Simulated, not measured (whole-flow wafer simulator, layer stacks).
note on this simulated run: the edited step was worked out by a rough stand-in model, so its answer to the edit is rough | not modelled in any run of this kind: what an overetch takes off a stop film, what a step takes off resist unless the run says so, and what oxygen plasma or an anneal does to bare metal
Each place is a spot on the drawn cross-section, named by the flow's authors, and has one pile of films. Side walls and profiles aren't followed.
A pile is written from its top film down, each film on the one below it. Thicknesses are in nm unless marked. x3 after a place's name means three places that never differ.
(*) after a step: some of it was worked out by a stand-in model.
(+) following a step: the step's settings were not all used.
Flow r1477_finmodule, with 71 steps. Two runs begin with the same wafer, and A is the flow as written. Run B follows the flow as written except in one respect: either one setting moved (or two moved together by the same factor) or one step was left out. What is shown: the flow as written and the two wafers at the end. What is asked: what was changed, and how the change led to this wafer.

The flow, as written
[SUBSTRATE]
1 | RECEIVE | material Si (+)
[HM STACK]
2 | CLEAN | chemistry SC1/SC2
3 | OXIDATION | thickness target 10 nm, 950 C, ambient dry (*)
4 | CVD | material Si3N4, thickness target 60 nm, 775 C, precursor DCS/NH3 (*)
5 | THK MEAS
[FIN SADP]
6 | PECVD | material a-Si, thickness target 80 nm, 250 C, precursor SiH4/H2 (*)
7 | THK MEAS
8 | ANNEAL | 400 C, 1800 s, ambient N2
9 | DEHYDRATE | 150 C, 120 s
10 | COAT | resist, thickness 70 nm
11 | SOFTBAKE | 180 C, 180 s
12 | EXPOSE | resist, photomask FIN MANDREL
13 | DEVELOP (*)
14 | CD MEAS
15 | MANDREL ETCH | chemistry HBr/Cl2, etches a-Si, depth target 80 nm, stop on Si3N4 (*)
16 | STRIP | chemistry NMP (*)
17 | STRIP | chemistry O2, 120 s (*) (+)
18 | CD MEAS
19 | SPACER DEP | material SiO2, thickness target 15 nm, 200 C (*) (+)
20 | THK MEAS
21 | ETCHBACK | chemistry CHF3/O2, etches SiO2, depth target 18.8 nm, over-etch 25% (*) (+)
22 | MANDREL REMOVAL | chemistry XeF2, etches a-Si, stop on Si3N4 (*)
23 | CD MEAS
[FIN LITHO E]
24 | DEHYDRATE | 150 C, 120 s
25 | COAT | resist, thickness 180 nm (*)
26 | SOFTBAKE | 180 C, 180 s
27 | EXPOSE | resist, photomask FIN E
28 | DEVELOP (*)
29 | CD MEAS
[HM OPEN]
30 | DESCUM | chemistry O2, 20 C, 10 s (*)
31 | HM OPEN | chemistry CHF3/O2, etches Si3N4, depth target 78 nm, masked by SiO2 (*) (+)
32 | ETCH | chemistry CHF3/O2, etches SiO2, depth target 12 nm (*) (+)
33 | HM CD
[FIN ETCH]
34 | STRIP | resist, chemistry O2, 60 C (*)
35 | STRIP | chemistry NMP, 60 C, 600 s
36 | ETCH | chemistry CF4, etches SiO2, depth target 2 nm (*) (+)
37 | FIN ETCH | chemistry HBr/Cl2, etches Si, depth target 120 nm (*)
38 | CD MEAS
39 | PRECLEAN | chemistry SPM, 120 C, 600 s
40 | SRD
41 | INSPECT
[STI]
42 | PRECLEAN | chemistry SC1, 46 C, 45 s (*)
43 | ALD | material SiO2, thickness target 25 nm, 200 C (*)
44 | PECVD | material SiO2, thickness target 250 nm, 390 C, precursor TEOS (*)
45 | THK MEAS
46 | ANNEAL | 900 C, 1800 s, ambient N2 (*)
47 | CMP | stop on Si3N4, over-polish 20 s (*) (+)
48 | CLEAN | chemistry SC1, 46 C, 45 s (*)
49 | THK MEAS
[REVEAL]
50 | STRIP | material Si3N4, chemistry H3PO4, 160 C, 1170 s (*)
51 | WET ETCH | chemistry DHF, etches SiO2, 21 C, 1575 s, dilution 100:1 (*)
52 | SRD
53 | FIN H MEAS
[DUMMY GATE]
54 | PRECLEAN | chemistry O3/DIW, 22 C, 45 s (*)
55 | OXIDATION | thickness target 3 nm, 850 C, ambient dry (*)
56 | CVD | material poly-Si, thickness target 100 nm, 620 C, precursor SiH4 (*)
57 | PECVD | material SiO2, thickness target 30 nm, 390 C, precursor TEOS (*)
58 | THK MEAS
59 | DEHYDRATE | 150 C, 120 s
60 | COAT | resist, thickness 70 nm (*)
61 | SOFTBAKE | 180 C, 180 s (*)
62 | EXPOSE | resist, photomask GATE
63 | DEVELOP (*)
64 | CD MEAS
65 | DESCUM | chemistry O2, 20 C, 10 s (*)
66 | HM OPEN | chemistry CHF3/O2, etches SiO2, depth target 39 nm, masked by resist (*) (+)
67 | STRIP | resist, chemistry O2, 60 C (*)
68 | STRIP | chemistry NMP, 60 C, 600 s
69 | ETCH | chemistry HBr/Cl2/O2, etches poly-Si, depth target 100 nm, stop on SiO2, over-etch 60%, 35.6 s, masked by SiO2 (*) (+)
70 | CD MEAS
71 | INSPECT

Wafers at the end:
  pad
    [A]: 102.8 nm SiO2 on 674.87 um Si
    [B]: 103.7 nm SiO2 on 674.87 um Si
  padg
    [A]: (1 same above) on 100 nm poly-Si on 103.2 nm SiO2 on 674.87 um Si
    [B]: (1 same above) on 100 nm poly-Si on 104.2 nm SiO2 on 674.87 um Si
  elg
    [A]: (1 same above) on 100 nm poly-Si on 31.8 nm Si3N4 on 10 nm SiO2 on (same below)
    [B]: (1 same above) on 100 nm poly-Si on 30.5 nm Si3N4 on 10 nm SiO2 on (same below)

The reason: step 36, ETCH: depth target 3.1 nm was run, whereas the flow has depth target 2 nm.

The path from the change to this, step by step:
  36 | ETCH | chemistry CF4, etches SiO2, depth target 2 nm (*) (+)
      pad, padg, esg and 19 more: A chemical SiO2 loses 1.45 (all of it), Si loses 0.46 | B chemical SiO2 loses 1.45 (all of it), Si loses 1.38
      elg, e40lg, e100lg, e200lg, elo, e40lo, e100lo, e200lo: A Si3N4 loses 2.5 | B Si3N4 loses 3.88
      (also at 6 further places)
  51 | WET ETCH | chemistry DHF, etches SiO2, 21 C, 1575 s, dilution 100:1 (*)
      elg, e40lg, e100lg, e200lg, elo, e40lo, e100lo, e200lo: A SiO2 loses 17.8 (all of it), Si3N4 loses 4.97 | B SiO2 loses 19.2 (all of it), Si3N4 loses 4.86
